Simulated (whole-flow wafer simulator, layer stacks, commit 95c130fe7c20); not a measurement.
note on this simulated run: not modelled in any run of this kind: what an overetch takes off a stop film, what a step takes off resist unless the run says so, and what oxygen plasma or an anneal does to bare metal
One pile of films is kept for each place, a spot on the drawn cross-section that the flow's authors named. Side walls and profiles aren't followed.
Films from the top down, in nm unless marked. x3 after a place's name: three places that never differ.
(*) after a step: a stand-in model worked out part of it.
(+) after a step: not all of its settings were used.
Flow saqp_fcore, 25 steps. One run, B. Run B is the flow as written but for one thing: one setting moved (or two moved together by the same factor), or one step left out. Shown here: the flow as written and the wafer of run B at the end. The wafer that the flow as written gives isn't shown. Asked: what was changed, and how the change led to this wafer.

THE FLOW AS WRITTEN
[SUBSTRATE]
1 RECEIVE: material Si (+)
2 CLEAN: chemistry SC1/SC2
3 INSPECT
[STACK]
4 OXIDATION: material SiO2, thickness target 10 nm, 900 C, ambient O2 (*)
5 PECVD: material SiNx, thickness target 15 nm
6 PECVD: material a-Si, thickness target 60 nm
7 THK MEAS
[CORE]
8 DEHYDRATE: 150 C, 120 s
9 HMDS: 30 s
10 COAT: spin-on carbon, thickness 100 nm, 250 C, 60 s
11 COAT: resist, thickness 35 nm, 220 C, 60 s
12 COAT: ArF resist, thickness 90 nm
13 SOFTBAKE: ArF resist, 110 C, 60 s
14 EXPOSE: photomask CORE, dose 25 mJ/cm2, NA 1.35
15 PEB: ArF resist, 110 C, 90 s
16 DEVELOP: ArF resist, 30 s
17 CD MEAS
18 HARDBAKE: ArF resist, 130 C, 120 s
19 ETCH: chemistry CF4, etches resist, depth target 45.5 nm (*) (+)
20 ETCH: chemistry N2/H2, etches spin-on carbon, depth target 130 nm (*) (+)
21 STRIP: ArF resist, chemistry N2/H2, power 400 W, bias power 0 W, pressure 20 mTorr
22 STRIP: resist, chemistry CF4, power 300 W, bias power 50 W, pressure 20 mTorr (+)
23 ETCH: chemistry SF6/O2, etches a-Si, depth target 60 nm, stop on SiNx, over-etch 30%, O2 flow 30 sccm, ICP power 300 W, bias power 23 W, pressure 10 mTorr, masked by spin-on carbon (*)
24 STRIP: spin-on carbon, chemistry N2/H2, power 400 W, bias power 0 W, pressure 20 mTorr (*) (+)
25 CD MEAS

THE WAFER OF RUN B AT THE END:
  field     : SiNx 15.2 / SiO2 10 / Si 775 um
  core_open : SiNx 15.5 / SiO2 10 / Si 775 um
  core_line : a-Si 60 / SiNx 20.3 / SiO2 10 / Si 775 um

The cause: step 5, PECVD: thickness target 20.3 nm was run, where the flow has thickness target 15 nm.
It can be read off the wafer: core_line has SiNx 20.3, and step 5 as written asks for 15 nm.

How the change led to this, step by step:
  5 PECVD: material SiNx, thickness target 15 nm
      field, core_open, core_line: SiNx +20.3 (new film) (as written it would be: SiNx +15 (new film))
